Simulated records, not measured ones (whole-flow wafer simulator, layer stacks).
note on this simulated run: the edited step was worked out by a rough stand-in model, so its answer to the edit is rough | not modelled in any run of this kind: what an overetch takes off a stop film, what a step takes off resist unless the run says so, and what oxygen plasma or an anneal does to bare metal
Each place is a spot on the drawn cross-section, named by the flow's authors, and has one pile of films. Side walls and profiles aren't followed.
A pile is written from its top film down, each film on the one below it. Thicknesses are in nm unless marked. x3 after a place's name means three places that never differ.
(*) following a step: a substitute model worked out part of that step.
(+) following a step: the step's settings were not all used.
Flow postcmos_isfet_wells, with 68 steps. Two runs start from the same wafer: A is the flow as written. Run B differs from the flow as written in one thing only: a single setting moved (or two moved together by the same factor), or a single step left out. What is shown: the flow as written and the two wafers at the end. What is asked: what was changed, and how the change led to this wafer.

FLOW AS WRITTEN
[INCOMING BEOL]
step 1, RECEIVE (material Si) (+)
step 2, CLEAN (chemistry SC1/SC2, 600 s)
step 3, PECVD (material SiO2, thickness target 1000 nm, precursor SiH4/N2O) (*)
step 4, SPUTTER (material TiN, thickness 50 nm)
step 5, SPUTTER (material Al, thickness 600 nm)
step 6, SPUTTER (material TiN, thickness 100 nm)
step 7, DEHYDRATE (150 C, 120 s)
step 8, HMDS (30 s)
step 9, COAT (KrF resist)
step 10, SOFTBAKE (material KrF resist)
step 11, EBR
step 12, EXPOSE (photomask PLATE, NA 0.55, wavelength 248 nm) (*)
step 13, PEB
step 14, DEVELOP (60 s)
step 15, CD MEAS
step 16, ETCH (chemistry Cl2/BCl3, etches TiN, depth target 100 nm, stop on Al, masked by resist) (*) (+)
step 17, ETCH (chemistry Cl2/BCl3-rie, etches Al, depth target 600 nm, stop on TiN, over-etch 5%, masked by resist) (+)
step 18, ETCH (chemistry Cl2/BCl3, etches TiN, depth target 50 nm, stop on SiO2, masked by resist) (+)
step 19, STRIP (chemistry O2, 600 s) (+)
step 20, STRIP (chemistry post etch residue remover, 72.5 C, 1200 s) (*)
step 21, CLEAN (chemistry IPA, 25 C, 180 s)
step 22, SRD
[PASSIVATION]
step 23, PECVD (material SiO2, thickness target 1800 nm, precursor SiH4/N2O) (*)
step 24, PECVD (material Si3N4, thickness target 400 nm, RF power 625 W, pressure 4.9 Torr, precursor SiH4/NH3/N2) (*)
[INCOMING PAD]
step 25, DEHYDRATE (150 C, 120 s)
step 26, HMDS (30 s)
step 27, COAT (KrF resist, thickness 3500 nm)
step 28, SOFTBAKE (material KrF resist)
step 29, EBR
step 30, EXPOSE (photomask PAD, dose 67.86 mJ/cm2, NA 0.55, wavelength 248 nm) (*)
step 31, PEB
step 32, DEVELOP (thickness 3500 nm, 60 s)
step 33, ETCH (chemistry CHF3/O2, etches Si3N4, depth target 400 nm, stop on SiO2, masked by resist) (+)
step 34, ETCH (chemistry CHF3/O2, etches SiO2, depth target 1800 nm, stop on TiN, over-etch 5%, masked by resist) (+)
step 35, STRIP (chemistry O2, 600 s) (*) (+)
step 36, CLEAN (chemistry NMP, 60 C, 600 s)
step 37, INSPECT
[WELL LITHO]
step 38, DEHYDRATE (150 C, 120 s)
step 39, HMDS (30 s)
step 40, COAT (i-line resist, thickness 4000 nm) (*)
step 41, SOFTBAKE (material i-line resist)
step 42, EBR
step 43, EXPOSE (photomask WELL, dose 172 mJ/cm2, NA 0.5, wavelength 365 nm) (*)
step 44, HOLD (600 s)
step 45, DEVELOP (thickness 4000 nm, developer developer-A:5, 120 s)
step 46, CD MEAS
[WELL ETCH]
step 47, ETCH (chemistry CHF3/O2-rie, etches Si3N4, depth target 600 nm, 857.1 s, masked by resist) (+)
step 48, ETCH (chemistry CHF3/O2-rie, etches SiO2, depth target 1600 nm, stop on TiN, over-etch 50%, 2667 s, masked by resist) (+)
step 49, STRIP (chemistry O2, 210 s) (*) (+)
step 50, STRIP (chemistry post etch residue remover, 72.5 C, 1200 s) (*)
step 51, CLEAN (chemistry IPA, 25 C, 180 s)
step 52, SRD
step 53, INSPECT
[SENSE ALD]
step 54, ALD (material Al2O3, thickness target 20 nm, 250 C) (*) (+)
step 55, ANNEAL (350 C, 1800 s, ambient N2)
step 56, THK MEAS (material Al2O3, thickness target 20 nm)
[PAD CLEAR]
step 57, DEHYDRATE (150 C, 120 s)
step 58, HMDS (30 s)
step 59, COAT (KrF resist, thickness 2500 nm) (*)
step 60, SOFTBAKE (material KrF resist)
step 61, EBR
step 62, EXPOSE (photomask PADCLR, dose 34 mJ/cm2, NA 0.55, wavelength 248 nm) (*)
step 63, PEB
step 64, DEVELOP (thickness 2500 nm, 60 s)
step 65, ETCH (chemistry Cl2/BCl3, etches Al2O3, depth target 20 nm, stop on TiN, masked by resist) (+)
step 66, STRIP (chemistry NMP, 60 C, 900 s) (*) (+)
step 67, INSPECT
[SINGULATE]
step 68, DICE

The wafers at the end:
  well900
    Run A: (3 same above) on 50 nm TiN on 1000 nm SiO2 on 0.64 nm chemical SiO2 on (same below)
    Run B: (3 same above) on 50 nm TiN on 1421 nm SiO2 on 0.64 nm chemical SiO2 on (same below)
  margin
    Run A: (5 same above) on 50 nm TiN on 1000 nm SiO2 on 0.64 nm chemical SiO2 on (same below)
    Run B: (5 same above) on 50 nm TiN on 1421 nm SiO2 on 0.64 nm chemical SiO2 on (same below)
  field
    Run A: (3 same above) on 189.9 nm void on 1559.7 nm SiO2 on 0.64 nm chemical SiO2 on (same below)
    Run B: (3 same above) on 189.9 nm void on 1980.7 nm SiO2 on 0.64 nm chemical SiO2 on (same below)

The reason: step 3, PECVD: thickness target 1421 nm was run, while the flow as written has thickness target 1000 nm.
One can read it off the wafer: well900 has SiO2 1421, and step 3 as written asks for 1000 nm.

How this came from the change, step by step:
  step 3, PECVD (material SiO2, thickness target 1000 nm, precursor SiH4/N2O) (*)
      field, margin, well900, well1300 x3, pad_rim, pad_clr, pad_open: A SiO2 gains 1000 (new film) | B SiO2 gains 1421 (new film)
